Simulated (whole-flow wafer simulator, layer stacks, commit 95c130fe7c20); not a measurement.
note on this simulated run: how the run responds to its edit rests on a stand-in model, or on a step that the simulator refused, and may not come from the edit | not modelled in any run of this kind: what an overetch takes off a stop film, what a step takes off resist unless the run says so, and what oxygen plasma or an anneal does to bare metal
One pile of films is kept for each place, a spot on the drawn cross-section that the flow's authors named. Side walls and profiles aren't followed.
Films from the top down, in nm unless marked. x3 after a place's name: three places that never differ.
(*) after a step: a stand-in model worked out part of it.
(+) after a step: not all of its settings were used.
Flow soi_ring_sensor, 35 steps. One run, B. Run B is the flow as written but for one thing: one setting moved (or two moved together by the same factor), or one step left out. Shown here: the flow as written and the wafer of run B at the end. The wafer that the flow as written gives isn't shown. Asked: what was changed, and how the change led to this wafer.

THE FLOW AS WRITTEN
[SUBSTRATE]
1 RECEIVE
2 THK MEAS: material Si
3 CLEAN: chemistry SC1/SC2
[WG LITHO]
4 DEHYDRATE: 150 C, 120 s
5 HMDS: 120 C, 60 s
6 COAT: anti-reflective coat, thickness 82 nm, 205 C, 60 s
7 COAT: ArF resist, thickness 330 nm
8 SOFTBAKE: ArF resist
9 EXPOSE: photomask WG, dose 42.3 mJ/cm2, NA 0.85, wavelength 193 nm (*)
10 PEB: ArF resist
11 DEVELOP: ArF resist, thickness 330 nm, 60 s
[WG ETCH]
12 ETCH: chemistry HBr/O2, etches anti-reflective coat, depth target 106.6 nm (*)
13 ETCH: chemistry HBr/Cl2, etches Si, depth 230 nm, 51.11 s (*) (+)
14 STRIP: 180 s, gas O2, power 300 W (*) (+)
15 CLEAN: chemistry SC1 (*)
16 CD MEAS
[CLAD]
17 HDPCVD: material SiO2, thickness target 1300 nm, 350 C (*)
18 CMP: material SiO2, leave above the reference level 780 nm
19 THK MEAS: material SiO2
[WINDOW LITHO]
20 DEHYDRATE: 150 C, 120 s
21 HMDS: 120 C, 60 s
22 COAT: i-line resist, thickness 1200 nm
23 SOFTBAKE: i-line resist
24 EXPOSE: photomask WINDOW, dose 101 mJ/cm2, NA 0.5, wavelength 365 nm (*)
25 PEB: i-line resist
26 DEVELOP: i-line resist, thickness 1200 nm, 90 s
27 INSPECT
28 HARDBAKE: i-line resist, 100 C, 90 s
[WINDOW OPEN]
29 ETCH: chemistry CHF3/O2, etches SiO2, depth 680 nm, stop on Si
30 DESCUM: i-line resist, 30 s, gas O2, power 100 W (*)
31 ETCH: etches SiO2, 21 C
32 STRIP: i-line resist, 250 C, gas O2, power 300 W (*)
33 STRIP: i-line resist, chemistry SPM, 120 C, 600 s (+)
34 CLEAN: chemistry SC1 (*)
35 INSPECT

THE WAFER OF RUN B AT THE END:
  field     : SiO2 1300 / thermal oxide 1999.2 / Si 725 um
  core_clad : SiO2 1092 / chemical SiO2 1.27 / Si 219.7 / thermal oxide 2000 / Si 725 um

The cause: step 18, CMP: leave above the reference level 1092 nm was run, where the flow has leave above the reference level 780 nm.
It can be read off the wafer: core_clad has SiO2 1092, and step 18 as written asks for 780 nm.

How the change led to this, step by step:
  18 CMP: material SiO2, leave above the reference level 780 nm
      gap, window, field, gap_clad: nothing (as written it would be: SiO2 -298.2)
      core, core_clad: SiO2 -208 (as written it would be: SiO2 -520)
  31 ETCH: etches SiO2, 21 C
      core: SiO2 -412 (all of it), chemical SiO2 -1.27 (all of it) (as written it would be: SiO2 -100 (all of it), chemical SiO2 -1.27 (all of it))
  32 STRIP: i-line resist, 250 C, gas O2, power 300 W (*)
      core_clad: i-line resist -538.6 (all of it) (as written it would be: i-line resist -550.1 (all of it))
